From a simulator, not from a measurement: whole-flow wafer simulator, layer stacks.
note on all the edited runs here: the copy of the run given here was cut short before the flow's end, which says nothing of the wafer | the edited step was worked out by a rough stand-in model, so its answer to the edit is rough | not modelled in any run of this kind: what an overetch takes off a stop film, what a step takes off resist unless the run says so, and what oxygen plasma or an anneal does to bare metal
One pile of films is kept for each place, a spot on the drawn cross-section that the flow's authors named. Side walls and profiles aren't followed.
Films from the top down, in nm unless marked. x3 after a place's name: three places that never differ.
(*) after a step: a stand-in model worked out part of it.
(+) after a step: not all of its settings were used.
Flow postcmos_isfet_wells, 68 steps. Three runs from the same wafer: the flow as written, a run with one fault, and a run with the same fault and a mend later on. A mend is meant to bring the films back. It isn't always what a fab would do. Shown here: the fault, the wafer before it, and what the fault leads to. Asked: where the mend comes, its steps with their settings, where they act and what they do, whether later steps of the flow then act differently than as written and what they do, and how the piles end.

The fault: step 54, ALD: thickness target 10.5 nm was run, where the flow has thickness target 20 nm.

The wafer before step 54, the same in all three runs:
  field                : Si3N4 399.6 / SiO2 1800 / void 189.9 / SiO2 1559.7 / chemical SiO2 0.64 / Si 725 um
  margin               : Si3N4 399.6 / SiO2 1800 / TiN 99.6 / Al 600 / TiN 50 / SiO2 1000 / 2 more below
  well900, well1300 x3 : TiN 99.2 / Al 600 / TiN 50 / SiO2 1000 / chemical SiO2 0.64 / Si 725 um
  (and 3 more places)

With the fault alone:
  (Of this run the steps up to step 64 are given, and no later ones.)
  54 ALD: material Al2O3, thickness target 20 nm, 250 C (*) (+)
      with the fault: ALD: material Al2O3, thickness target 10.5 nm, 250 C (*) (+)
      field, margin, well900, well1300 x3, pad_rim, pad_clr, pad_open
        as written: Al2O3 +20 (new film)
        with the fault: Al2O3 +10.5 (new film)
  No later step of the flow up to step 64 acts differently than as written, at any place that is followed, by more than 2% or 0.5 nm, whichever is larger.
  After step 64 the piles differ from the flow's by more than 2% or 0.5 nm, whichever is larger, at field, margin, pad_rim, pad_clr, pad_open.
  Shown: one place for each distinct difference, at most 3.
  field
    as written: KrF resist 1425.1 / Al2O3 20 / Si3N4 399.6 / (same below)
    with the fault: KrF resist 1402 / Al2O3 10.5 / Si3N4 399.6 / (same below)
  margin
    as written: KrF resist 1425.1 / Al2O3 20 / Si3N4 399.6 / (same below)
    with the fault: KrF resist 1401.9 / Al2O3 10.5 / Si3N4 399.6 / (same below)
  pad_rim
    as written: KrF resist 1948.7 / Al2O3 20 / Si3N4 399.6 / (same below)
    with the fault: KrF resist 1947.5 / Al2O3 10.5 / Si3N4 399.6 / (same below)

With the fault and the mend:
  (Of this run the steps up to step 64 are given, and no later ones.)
  The mend comes after step 54.
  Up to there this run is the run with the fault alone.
  54a ALD: material Al2O3, thickness target 9.5 nm, 250 C (*) (+) (the flow's step 54 once more, with other settings)
      field, margin, well900, well1300 x3, pad_rim, pad_clr, pad_open
        Al2O3 +9.5
  No later step of the flow up to step 64 acts differently than as written at any place that is followed.
  After step 64 the piles are the same as the flow's at every place that both follow.
